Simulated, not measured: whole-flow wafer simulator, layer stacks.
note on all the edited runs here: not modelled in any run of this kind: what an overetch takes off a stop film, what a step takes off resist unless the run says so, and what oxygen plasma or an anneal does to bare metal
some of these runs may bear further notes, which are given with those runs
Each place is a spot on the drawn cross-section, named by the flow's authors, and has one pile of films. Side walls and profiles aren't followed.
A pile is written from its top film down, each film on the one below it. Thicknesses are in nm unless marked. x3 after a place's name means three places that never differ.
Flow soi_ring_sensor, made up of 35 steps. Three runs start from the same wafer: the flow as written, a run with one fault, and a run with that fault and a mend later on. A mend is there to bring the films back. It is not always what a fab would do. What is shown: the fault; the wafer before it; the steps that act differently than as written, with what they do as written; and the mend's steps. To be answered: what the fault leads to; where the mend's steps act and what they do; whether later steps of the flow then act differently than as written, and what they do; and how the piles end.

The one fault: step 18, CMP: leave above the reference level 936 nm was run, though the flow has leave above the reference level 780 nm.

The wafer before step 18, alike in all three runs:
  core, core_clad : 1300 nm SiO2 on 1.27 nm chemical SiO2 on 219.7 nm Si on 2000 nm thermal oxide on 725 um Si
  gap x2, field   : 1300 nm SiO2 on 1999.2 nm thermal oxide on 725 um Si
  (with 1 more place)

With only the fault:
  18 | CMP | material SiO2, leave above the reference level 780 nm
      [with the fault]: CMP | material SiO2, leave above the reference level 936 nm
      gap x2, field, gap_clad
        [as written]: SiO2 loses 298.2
        [with the fault]: SiO2 loses 142.2
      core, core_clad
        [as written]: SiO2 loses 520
        [with the fault]: SiO2 loses 364
  Steps further on in the flow that do not act as written:
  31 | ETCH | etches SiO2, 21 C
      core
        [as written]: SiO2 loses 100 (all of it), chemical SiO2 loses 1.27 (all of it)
        [with the fault]: SiO2 loses 256 (all of it), chemical SiO2 loses 1.27 (all of it)
  By the end, the piles at field, core_clad depart from the flow's by more than 2% or 0.5 nm, whichever is larger.
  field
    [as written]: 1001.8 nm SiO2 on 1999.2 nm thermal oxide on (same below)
    [with the fault]: 1157.8 nm SiO2 on 1999.2 nm thermal oxide on (same below)
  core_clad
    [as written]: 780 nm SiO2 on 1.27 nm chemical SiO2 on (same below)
    [with the fault]: 936 nm SiO2 on 1.27 nm chemical SiO2 on (same below)

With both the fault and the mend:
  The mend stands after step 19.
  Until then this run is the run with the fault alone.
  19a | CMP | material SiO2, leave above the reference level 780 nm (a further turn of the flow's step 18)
      core, gap x2, field, core_clad, gap_clad
        SiO2 loses 156
  Every later step of the flow that is run acts as written at every place that is followed.
  The piles end the same as the flow's at every place that both follow.
